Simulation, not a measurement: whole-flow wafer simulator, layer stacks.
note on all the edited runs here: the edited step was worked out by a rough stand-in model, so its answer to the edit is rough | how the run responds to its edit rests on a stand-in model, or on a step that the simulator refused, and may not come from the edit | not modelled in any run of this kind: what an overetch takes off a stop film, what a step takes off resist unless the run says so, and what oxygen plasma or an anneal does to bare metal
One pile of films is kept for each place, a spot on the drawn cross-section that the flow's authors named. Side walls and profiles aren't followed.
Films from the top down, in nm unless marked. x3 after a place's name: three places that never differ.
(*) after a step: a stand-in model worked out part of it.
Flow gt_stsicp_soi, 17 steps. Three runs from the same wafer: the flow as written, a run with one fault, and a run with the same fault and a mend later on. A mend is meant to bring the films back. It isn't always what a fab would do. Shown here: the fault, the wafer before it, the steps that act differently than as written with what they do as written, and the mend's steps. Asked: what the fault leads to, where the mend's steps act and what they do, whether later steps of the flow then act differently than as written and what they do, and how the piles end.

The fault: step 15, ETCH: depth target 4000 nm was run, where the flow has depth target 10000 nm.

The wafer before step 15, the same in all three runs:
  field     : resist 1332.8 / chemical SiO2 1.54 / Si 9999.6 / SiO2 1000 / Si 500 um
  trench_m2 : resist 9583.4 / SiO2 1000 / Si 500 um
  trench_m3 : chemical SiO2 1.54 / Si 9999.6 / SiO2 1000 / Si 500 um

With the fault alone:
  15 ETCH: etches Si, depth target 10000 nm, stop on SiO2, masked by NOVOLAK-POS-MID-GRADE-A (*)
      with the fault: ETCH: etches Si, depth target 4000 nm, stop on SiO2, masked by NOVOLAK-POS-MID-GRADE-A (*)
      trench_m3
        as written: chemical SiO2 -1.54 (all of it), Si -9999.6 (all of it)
        with the fault: chemical SiO2 -1.54 (all of it), Si -4000
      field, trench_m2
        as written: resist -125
        with the fault: resist -50
  Later steps of the flow that act differently than as written:
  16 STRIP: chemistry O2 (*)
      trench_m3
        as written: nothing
        with the fault: chemical SiO2 +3 (new film), Si -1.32
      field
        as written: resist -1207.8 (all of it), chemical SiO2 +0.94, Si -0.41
        with the fault: resist -1282.8 (all of it), chemical SiO2 +0.95, Si -0.42
  At the end the piles differ from the flow's by more than 2% or 0.5 nm, whichever is larger, at trench_m3.
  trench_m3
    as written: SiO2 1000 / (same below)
    with the fault: chemical SiO2 3 / Si 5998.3 / SiO2 1000 / (same below)

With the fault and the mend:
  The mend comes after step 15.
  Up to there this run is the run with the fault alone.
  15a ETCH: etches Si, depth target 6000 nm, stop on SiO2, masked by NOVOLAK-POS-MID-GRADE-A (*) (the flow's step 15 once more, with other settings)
      field, trench_m2
        resist -75
      trench_m3
        Si -5999.6 (all of it)
  No later step of the flow acts differently than as written at any place that is followed.
  At the end the piles are the same as the flow's at every place that both follow.
